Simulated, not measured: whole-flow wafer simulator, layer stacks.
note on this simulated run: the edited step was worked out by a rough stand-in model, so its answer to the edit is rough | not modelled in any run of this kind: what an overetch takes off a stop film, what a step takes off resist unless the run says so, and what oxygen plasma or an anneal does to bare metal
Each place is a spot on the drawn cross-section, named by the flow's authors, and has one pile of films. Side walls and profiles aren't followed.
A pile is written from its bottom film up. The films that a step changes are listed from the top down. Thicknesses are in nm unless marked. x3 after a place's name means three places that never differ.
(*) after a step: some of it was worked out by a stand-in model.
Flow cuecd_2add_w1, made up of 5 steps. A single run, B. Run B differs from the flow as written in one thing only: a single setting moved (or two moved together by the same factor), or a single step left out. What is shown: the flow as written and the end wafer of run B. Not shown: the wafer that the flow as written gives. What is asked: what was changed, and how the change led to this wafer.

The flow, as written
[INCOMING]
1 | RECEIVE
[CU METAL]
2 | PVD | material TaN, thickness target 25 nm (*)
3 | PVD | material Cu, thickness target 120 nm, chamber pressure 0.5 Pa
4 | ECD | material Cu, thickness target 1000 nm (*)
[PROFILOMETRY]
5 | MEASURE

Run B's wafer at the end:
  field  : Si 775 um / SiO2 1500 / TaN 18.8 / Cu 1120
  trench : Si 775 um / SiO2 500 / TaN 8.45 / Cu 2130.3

The reason: step 2, PVD: thickness target 18.8 nm was run, though the flow has thickness target 25 nm.
One can read it off the wafer: field has TaN 18.8, and step 2 as written asks for 25 nm.

How this came from the change, step by step:
  2 | PVD | material TaN, thickness target 25 nm (*)
      field: +18.8 TaN (new film) (as written it would have been: +25 TaN (new film))
      trench: +8.45 TaN (new film) (as written it would have been: +11.2 TaN (new film))
